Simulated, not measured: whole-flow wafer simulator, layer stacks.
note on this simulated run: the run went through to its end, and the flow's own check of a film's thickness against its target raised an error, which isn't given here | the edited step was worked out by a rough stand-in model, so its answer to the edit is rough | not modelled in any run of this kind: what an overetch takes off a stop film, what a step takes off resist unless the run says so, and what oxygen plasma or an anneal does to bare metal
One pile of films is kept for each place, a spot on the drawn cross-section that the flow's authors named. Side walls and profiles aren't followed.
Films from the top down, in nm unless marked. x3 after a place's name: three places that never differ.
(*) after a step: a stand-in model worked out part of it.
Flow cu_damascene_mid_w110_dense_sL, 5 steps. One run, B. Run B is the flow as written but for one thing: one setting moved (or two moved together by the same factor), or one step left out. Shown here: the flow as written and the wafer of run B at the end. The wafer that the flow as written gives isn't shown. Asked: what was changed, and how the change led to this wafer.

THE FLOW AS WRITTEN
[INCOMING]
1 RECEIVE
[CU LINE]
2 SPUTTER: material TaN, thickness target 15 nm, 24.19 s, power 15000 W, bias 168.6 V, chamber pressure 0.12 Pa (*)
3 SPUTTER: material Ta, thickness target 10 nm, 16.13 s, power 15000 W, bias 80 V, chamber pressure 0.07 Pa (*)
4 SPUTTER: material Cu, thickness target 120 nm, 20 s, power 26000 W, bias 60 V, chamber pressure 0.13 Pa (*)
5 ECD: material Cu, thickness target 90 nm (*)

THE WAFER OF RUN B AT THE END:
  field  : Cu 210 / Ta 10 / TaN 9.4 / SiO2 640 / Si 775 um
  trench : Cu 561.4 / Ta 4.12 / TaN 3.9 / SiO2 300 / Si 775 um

The cause: step 2, SPUTTER: thickness target 9.4 nm was run, where the flow has thickness target 15 nm; step 2, SPUTTER: 15.12 s was run, where the flow has 24.19 s.
It can be read off the wafer: field has TaN 9.4, and step 2 as written asks for 15 nm.

How the change led to this, step by step:
  2 SPUTTER: material TaN, thickness target 15 nm, 24.19 s, power 15000 W, bias 168.6 V, chamber pressure 0.12 Pa (*)
      field: TaN +9.4 (new film) (as written it would be: TaN +15 (new film))
      trench: TaN +3.9 (new film) (as written it would be: TaN +6.23 (new film))
